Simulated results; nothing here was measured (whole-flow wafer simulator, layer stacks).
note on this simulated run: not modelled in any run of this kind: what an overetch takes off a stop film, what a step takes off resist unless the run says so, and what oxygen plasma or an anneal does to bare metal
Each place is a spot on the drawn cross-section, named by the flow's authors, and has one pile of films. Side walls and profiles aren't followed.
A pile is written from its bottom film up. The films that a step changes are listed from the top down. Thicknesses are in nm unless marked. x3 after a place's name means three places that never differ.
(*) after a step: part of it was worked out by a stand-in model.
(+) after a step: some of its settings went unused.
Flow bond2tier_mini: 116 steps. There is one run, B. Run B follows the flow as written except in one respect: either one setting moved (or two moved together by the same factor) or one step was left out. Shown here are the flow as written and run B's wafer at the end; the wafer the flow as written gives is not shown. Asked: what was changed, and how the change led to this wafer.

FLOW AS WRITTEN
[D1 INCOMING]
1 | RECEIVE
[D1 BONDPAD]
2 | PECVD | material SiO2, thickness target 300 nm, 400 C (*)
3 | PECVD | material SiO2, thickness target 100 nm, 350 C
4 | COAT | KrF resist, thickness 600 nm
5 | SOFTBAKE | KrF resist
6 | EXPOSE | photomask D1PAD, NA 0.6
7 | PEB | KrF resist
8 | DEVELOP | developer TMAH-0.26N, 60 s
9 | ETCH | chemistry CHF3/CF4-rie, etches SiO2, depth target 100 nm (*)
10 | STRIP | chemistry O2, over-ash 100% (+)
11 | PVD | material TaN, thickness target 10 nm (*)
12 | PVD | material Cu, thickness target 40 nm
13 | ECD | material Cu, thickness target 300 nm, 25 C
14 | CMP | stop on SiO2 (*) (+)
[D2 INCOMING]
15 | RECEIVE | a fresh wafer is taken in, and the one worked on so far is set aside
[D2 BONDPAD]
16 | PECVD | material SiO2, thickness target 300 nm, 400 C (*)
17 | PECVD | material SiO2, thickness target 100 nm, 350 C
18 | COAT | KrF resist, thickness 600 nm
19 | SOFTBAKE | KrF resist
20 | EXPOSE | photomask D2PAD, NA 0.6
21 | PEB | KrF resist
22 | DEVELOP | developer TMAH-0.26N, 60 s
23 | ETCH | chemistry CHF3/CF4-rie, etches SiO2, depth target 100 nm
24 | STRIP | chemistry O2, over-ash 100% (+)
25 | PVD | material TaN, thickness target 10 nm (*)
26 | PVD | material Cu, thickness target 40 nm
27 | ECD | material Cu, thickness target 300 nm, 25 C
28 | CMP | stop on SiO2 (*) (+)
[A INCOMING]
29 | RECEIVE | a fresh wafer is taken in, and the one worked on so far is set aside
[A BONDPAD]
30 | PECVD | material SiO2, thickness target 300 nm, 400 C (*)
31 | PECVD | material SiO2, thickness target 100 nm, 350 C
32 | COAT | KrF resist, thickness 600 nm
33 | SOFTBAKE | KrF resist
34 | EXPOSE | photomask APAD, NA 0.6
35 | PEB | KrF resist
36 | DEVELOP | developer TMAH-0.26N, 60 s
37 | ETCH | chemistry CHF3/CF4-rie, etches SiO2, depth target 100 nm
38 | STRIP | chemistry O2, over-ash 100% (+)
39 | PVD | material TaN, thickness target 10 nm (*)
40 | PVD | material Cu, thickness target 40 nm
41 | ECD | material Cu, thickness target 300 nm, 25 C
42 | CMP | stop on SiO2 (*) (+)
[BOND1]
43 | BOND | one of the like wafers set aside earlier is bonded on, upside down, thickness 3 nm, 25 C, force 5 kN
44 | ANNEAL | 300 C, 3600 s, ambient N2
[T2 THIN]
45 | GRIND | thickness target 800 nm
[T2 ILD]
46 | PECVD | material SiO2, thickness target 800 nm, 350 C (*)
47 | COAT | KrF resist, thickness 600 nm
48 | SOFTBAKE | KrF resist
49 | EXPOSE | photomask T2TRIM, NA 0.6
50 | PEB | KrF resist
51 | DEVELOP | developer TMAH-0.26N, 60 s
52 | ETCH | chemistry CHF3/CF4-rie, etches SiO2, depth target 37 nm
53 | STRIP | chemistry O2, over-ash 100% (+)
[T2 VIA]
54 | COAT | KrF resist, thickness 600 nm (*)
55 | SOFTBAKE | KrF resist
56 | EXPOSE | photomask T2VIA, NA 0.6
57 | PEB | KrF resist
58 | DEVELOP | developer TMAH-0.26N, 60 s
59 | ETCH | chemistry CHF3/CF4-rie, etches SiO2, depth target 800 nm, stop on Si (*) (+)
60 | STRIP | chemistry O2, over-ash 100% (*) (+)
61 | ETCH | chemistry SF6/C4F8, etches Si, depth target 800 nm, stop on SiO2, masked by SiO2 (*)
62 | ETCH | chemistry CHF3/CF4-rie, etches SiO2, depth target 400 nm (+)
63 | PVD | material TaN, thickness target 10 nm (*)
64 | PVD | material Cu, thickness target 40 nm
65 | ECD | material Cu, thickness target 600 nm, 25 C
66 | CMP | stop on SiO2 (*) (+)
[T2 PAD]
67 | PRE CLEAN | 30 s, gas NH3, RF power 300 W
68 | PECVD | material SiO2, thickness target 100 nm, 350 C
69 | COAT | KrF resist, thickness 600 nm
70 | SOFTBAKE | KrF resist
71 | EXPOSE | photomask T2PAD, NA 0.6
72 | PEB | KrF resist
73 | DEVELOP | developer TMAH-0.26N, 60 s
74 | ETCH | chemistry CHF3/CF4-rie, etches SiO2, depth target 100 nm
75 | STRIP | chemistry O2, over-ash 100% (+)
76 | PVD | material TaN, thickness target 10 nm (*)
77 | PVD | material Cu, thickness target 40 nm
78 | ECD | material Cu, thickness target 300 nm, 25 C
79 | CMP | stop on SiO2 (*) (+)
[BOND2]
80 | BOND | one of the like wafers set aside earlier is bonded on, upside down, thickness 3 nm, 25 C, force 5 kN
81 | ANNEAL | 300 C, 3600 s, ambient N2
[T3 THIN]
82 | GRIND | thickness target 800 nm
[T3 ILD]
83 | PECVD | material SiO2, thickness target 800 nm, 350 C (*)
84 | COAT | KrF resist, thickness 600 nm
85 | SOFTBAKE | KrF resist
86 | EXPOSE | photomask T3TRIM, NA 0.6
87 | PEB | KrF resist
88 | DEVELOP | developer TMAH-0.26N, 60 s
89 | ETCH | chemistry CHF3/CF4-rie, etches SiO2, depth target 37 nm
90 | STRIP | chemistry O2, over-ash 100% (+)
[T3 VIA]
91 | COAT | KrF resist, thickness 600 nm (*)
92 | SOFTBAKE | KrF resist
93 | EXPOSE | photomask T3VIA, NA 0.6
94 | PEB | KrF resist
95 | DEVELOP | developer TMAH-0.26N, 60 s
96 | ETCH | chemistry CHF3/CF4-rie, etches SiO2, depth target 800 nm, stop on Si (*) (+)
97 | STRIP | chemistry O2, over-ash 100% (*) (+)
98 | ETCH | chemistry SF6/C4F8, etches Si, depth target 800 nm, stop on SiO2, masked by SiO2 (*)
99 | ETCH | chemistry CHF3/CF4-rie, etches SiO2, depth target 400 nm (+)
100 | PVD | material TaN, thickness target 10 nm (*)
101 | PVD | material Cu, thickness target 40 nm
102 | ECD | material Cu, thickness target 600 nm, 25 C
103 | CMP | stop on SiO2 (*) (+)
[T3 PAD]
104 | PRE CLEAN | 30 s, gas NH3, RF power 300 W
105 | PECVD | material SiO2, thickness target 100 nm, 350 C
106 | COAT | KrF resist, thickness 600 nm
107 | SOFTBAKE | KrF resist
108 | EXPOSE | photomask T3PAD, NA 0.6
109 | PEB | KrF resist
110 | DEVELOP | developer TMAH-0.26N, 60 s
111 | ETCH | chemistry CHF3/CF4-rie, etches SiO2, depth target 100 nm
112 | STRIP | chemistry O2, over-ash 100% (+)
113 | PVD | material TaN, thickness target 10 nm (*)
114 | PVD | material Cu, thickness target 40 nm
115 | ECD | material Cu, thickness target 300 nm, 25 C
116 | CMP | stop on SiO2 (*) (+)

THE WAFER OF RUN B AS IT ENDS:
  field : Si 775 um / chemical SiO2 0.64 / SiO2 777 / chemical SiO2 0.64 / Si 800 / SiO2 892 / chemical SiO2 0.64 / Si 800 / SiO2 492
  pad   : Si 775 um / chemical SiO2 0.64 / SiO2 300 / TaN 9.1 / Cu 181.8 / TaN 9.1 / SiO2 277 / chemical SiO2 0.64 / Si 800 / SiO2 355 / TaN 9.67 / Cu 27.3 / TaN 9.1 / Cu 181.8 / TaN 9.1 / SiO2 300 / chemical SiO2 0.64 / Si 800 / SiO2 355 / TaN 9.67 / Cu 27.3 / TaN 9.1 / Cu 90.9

Cause: step 3, PECVD: thickness target 77 nm was run, though the flow has thickness target 100 nm.

The path from the change to this, step by step:
  3 | PECVD | material SiO2, thickness target 100 nm, 350 C
      field, pad, via: SiO2 gains 77 (in the flow as written it would be: SiO2 gains 100)
  43 | BOND | one of the like wafers set aside earlier is bonded on, upside down, thickness 3 nm, 25 C, force 5 kN
      field: Si gains 775 um (new film), chemical SiO2 gains 0.64 (new film), SiO2 gains 377 (in the flow as written it would be: Si gains 775 um (new film), chemical SiO2 gains 0.64 (new film), SiO2 gains 400)
      pad: Si gains 775 um (new film), chemical SiO2 gains 0.64 (new film), SiO2 gains 277 (new film), TaN gains 9.1 (new film), Cu gains 90.9 (in the flow as written it would be: Si gains 775 um (new film), chemical SiO2 gains 0.64 (new film), SiO2 gains 300 (new film), TaN gains 9.1 (new film), Cu gains 90.9)
      (as well as at 1 more place)
